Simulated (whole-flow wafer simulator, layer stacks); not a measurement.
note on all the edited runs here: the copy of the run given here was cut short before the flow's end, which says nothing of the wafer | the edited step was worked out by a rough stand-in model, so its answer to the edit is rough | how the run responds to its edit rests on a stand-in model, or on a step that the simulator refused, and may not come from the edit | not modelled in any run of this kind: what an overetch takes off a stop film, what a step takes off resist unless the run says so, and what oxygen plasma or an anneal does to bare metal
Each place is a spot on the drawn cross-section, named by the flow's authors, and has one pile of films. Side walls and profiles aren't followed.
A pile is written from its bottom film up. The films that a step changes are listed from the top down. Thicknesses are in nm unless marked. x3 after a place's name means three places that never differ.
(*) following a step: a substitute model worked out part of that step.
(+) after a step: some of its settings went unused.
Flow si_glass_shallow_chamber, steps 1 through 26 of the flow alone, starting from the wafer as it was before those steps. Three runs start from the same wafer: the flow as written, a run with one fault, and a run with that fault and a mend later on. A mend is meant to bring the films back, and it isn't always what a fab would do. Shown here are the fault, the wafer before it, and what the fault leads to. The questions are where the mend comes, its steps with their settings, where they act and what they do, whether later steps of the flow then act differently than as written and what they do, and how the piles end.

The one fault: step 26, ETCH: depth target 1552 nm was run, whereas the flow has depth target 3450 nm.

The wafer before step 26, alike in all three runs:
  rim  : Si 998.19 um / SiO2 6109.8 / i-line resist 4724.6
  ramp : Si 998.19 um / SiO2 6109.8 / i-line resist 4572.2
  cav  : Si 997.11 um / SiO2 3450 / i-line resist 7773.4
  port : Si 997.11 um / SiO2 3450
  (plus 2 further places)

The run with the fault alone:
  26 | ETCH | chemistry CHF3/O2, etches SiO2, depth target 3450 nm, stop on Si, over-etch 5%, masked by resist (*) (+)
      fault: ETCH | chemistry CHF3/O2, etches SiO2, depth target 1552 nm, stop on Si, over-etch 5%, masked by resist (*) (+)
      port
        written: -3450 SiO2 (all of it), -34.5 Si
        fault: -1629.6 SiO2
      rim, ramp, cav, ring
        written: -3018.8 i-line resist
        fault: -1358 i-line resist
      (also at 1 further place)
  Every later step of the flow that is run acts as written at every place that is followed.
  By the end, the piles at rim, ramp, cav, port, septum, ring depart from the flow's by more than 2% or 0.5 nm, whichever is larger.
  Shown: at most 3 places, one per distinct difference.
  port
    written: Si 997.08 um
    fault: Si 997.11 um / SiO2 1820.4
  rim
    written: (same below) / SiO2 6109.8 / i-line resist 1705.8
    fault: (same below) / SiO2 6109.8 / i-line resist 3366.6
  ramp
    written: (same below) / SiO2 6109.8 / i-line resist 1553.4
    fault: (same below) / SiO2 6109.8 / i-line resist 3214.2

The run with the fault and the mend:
  The mend stands after step 26.
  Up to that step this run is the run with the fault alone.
  26a | ETCH | chemistry CHF3/O2, etches SiO2, depth target 1898 nm, stop on Si, over-etch 5%, masked by resist (*) (the flow's step 26, run once more with other settings)
      ramp, cav, septum, ring
        -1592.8 i-line resist
      rim
        -1592.9 i-line resist
      port
        -1820.4 SiO2 (all of it), -34.5 Si
  Every later step of the flow that is run acts as written at every place that is followed.
  By the end, the piles at rim, ramp depart from the flow's by more than 2% or 0.5 nm, whichever is larger.
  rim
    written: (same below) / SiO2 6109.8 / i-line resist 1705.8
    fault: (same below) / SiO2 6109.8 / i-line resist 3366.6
    mend: (same below) / SiO2 6109.8 / i-line resist 1773.7
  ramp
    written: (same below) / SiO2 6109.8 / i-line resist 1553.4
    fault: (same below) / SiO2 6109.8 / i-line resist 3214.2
    mend: (same below) / SiO2 6109.8 / i-line resist 1621.3
